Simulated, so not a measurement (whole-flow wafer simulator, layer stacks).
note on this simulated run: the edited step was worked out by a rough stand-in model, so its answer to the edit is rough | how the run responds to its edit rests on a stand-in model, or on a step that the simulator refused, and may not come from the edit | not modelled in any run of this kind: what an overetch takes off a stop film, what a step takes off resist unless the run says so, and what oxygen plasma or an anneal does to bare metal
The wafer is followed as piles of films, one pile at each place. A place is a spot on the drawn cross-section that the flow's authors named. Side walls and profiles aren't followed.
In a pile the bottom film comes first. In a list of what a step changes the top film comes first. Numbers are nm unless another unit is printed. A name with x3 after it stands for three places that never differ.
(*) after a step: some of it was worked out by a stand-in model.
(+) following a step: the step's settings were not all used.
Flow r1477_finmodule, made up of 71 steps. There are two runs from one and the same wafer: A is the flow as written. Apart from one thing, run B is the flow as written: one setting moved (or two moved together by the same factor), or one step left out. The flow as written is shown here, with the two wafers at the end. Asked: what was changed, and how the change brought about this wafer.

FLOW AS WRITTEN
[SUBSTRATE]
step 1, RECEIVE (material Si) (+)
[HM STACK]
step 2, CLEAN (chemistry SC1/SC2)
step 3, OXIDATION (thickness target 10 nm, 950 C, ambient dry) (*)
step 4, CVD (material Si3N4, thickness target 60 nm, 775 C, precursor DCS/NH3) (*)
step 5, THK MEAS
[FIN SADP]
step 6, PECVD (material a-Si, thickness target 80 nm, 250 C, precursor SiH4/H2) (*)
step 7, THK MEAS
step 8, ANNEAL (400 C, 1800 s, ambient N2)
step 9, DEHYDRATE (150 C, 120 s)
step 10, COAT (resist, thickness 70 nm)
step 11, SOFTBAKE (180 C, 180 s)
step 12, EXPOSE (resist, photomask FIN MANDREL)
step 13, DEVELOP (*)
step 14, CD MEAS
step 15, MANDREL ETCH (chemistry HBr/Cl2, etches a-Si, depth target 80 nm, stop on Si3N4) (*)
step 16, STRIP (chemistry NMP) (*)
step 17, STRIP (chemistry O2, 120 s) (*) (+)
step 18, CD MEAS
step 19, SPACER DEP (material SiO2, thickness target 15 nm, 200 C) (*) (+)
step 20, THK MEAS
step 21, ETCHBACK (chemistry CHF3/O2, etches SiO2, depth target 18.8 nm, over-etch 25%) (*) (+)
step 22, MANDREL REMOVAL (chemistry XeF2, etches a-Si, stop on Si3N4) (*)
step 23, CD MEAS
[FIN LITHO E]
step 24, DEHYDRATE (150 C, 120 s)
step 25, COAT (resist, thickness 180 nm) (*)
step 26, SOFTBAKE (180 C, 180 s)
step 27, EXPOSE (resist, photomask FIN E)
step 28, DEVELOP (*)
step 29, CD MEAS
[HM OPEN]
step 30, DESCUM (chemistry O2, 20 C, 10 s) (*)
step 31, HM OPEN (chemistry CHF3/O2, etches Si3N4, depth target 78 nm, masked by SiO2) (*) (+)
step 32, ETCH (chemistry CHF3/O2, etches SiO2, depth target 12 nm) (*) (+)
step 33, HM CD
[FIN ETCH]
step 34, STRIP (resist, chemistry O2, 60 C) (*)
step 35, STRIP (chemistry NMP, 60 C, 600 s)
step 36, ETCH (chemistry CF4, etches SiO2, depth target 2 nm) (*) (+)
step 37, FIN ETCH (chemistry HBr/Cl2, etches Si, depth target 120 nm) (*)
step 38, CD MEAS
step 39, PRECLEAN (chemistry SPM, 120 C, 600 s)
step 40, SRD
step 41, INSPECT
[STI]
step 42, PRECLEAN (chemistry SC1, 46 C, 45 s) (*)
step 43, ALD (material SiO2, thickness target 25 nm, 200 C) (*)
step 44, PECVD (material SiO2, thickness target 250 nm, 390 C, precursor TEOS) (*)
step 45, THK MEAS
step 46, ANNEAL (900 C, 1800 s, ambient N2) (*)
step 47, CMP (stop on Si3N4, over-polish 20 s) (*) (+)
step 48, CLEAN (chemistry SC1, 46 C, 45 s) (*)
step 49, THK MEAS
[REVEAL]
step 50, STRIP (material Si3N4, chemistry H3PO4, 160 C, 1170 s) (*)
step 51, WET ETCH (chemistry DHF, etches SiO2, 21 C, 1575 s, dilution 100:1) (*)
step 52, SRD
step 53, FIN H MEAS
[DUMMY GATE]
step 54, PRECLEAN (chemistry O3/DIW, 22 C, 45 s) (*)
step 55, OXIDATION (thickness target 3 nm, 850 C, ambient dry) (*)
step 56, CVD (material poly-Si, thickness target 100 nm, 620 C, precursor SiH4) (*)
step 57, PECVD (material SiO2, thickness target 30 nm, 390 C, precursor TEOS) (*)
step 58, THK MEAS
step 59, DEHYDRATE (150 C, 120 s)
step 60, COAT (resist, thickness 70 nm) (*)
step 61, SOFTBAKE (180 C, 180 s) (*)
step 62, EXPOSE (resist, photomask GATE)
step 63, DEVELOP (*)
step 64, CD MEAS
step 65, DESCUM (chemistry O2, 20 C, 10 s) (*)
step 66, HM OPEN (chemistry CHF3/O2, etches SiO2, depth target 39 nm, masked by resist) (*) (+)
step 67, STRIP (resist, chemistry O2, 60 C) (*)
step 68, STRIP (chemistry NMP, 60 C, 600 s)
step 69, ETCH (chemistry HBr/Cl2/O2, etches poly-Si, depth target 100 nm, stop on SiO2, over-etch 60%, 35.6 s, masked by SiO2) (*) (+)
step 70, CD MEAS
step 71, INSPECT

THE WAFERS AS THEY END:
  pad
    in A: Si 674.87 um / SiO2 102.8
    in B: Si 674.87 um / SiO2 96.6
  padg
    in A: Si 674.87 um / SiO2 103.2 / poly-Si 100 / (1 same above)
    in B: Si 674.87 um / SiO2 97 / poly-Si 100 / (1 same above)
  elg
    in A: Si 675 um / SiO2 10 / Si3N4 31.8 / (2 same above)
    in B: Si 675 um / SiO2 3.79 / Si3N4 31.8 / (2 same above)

What caused this: step 3, OXIDATION: 831 C was run, while the flow as written has 950 C.

How this came from the change, step by step:
  step 3, OXIDATION (thickness target 10 nm, 950 C, ambient dry) (*)
      pad, padg, elg and 33 more: A +10 SiO2 (new film), -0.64 chemical SiO2 (all of it), -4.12 Si | B +3.79 SiO2 (new film), -0.64 chemical SiO2 (all of it), -1.38 Si
  step 31, HM OPEN (chemistry CHF3/O2, etches Si3N4, depth target 78 nm, masked by SiO2) (*) (+)
      s40cg, s45cg, s50cg, s40co, s45co, s50co: A -60 Si3N4 (all of it), -9 SiO2 | B -60 Si3N4 (all of it), -3.79 SiO2 (all of it)
      pad, padg, esg and 13 more: A -56.4 Si3N4 (all of it), -10 SiO2 (all of it) | B -56.4 Si3N4 (all of it), -3.79 SiO2 (all of it)
  step 32, ETCH (chemistry CHF3/O2, etches SiO2, depth target 12 nm) (*) (+)
      s40cg, s40co: A -1 SiO2 (all of it), -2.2 Si | B -2.1 Si
      s45cg, s45co: A -1 SiO2 (all of it), -2.2 Si | B -2.13 Si
      (also at 2 further places)
  step 43, ALD (material SiO2, thickness target 25 nm, 200 C) (*)
      s40cg, s45cg, s50cg, s40co, s45co, s50co: A +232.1 SiO2 (new film) | B +225.8 SiO2 (new film)
      esg: A +194.3 SiO2 (new film) | B +188.1 SiO2 (new film)
  step 47, CMP (stop on Si3N4, over-polish 20 s) (*) (+)
      pad, padg, e40sg and 11 more: A -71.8 SiO2 | B -78 SiO2
      eso: A -72.4 SiO2 | B -78.6 SiO2
  step 51, WET ETCH (chemistry DHF, etches SiO2, 21 C, 1575 s, dilution 100:1) (*)
      s40sg_line, s45sg_line, s50sg_line, s40so_line, s45so_line, s50so_line: A -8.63 SiO2 (all of it) | B -2.42 SiO2 (all of it)
  step 56, CVD (material poly-Si, thickness target 100 nm, 620 C, precursor SiH4) (*)
      s40cg, s40co: A +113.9 poly-Si (new film) | B +122.1 poly-Si (new film)
      s45cg, s45co: A +113.4 poly-Si (new film) | B +119.6 poly-Si (new film)
      (also at 2 further places)
  step 60, COAT (resist, thickness 70 nm) (*)
      s40cg, s40co: A +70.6 resist (new film) | B +68.8 resist (new film)
      s40sg, s40so: A +91 resist (new film) | B +97.5 resist (new film)
      (also at 4 further places)
  step 63, DEVELOP (*)
      s40co: A -70.6 resist (all of it) | B -68.8 resist (all of it)
      s40so: A -91 resist (all of it) | B -97.5 resist (all of it)
      (also at 2 further places)
  step 67, STRIP (resist, chemistry O2, 60 C) (*)
      s40cg: A -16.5 resist (all of it) | B -14.7 resist (all of it)
      s40sg: A -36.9 resist (all of it) | B -43.4 resist (all of it)
      (also at 2 further places)
  step 69, ETCH (chemistry HBr/Cl2/O2, etches poly-Si, depth target 100 nm, stop on SiO2, over-etch 60%, 35.6 s, masked by SiO2) (*) (+)
      s40co: A -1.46 chemical SiO2 (all of it), -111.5 poly-Si (all of it), -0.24 SiO2 | B -1.46 chemical SiO2 (all of it), -119.7 poly-Si (all of it), -0.2 SiO2
      s45co: A -1.46 chemical SiO2 (all of it), -110.9 poly-Si (all of it), -0.25 SiO2 | B -1.46 chemical SiO2 (all of it), -117.1 poly-Si (all of it), -0.21 SiO2
      (also at 1 further place)
